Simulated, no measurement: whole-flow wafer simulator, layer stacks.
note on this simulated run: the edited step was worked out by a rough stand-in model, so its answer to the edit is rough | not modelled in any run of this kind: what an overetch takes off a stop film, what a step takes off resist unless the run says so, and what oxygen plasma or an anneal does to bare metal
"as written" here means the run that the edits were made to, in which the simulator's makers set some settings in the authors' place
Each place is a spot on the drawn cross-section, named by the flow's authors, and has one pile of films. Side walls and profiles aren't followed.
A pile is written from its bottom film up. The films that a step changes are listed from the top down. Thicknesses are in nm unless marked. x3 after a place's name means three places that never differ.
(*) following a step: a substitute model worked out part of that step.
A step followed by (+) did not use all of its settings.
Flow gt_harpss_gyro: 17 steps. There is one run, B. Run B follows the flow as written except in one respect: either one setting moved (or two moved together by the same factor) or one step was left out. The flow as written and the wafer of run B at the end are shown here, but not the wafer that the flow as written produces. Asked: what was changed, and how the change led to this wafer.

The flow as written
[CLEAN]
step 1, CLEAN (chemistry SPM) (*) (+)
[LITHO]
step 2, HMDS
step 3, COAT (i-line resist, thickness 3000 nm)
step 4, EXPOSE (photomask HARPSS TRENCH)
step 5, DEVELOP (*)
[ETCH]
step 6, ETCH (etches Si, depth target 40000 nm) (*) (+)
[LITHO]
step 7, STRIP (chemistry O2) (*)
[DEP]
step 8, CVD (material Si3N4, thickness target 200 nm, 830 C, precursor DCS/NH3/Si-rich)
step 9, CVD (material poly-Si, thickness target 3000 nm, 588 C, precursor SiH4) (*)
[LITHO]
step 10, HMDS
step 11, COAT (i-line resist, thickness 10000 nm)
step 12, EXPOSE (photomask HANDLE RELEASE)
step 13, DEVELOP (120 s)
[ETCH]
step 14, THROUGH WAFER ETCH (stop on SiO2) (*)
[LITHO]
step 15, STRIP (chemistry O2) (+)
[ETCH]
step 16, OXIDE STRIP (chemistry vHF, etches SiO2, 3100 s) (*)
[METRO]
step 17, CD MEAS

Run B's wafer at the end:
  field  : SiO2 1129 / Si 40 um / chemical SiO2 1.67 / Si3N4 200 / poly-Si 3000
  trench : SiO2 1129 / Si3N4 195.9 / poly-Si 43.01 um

The reason: step 16, OXIDE STRIP: 1125 s was run, whereas the flow has 3100 s.

Step by step, how the change led to this:
  step 16, OXIDE STRIP (chemistry vHF, etches SiO2, 3100 s) (*)
      field: under 4 films: SiO2 loses 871 (it would be, as written: under 4 films: SiO2 loses 2000 (all of it))
      trench: under 2 films: SiO2 loses 871 (it would be, as written: under 2 films: SiO2 loses 2000 (all of it))
